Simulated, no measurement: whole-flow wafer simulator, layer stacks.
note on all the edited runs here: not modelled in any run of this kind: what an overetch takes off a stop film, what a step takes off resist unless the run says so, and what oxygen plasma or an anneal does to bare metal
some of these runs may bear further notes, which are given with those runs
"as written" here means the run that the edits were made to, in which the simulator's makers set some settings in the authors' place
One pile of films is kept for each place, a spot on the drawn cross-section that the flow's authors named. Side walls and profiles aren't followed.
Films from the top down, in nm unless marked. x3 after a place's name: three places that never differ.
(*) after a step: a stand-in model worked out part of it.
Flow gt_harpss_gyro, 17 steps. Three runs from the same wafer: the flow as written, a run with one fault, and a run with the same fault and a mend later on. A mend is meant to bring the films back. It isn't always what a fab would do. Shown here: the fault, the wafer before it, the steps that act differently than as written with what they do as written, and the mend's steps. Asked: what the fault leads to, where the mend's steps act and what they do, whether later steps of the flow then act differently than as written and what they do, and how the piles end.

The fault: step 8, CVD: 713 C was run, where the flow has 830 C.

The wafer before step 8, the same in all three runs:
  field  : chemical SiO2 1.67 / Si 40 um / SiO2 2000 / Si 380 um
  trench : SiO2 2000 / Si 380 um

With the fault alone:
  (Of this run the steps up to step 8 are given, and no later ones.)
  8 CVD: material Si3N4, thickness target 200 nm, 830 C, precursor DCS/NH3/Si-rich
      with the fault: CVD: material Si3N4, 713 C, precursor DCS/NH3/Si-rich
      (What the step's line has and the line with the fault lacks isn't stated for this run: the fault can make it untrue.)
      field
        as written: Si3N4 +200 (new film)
        with the fault: Si3N4 +35.7 (new film)
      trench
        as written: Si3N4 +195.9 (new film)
        with the fault: Si3N4 +35.7 (new film)
  After step 8 the piles differ from the flow's by more than 2% or 0.5 nm, whichever is larger, at field, trench.
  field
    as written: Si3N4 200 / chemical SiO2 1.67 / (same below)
    with the fault: Si3N4 35.7 / chemical SiO2 1.67 / (same below)
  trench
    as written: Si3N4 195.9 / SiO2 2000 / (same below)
    with the fault: Si3N4 35.7 / SiO2 2000 / (same below)

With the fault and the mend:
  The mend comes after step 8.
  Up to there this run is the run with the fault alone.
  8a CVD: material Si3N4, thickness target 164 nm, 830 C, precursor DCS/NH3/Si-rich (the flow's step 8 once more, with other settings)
      field
        Si3N4 +164
      trench
        Si3N4 +160.5
  Later steps of the flow that act differently than as written:
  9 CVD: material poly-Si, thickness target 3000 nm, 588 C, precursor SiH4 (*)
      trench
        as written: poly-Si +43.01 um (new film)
        with the mend: poly-Si +43 um (new film)
  At the end the piles differ from the flow's only slightly at the places that both follow, by at most 2% or 0.5 nm, whichever is larger.
